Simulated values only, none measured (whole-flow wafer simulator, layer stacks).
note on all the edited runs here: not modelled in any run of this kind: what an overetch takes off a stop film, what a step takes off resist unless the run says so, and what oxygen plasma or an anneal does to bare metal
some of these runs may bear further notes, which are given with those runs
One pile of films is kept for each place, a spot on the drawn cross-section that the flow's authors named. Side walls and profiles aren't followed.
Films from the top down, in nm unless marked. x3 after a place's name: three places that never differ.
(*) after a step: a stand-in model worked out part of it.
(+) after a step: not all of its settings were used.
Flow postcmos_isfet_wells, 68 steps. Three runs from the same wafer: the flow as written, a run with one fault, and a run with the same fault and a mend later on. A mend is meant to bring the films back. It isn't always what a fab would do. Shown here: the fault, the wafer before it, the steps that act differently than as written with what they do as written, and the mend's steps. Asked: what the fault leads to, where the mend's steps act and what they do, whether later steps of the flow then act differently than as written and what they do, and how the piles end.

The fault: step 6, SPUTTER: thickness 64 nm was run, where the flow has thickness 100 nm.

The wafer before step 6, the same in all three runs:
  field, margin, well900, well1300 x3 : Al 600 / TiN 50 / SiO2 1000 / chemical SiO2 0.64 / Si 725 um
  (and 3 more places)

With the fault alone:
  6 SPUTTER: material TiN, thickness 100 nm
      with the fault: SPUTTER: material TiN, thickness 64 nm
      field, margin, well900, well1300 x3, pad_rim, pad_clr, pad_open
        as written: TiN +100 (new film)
        with the fault: TiN +64 (new film)
  Later steps of the flow that act differently than as written (1 more step differs only slightly, by at most 2% or 0.5 nm, whichever is larger, and isn't shown):
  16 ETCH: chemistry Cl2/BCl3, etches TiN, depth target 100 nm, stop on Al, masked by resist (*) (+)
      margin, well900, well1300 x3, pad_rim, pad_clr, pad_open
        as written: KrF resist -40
        with the fault: KrF resist -38.4
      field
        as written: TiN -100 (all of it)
        with the fault: TiN -64 (all of it)
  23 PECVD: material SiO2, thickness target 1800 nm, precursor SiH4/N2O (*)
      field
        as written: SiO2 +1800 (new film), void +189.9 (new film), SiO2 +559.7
        with the fault: SiO2 +1800 (new film), void +163 (new film), SiO2 +550.6
  At the end the piles differ from the flow's by more than 2% or 0.5 nm, whichever is larger, at field, margin, well900, well1300 x3, pad_rim, pad_clr, pad_open.
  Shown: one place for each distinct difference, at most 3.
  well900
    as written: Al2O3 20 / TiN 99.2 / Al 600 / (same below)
    with the fault: Al2O3 20 / TiN 63.2 / Al 600 / (same below)
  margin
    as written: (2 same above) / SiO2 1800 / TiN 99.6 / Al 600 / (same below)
    with the fault: (2 same above) / SiO2 1800 / TiN 63.6 / Al 600 / (same below)
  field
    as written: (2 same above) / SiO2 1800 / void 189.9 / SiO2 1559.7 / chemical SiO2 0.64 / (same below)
    with the fault: (2 same above) / SiO2 1800 / void 163 / SiO2 1550.6 / chemical SiO2 0.64 / (same below)

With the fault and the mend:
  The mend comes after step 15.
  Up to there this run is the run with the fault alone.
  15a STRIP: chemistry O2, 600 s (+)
      margin, well900, well1300 x3, pad_rim, pad_clr, pad_open
        KrF resist -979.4 (all of it)
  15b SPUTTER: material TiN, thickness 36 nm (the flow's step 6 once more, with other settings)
      field, margin, well900, well1300 x3, pad_rim, pad_clr, pad_open
        TiN +36
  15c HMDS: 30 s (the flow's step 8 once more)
      changes no film at any place that is followed
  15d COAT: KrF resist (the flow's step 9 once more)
      field, margin, well900, well1300 x3, pad_rim, pad_clr, pad_open
        KrF resist +1000 (new film)
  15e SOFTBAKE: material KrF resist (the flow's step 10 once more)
      changes no film at any place that is followed
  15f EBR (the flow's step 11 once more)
      changes no film at any place that is followed
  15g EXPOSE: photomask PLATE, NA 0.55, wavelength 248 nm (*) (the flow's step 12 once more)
      changes no film at any place that is followed
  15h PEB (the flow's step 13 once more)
      field, margin, well900, well1300 x3, pad_rim, pad_clr, pad_open
        KrF resist -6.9
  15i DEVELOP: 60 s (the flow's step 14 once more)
      margin, well900, well1300 x3, pad_rim, pad_clr, pad_open
        KrF resist -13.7
      field
        KrF resist -993.1 (all of it)
  No later step of the flow acts differently than as written at any place that is followed.
  At the end the piles are the same as the flow's at every place that both follow.
